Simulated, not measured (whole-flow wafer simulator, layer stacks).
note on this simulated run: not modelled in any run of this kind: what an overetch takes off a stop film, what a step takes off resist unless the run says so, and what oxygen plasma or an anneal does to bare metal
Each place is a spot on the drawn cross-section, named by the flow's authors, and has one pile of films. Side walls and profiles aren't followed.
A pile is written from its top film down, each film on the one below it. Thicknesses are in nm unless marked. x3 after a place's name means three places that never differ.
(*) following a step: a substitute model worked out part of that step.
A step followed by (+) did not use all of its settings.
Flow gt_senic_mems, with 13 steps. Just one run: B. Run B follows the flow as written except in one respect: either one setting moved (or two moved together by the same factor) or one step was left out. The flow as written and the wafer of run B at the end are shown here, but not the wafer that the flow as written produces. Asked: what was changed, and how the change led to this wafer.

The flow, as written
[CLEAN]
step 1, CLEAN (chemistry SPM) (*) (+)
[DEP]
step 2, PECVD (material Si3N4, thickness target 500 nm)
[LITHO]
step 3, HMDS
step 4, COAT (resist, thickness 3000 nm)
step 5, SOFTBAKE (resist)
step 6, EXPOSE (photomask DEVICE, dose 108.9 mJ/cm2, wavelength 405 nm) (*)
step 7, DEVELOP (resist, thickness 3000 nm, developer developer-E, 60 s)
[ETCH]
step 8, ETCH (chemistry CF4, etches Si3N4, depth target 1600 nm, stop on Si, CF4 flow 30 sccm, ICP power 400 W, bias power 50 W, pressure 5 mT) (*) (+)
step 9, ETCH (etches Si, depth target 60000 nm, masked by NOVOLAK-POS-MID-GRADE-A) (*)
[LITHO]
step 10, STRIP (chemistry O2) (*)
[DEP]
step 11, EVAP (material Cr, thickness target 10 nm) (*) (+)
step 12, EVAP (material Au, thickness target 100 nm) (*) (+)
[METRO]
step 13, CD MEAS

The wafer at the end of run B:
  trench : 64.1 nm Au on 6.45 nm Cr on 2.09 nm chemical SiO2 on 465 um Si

Cause: step 4, COAT: thickness 1500 nm was run, whereas the flow has thickness 3000 nm.

The path from the change to this, step by step:
  step 4, COAT (resist, thickness 3000 nm)
      field, trench: resist gains 1500 (new film) (as written it would have been: resist gains 3000 (new film))
  step 7, DEVELOP (resist, thickness 3000 nm, developer developer-E, 60 s)
      trench: resist loses 1500 (all of it) (as written it would have been: resist loses 3000 (all of it))
  step 10, STRIP (chemistry O2) (*)
      field: resist loses 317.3 (all of it) (as written it would have been: resist loses 1817.3 (all of it))
      trench: chemical SiO2 gains 2.09 (new film), Si loses 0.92 (as written it would have been: chemical SiO2 gains 2.69 (new film), Si loses 1.18)
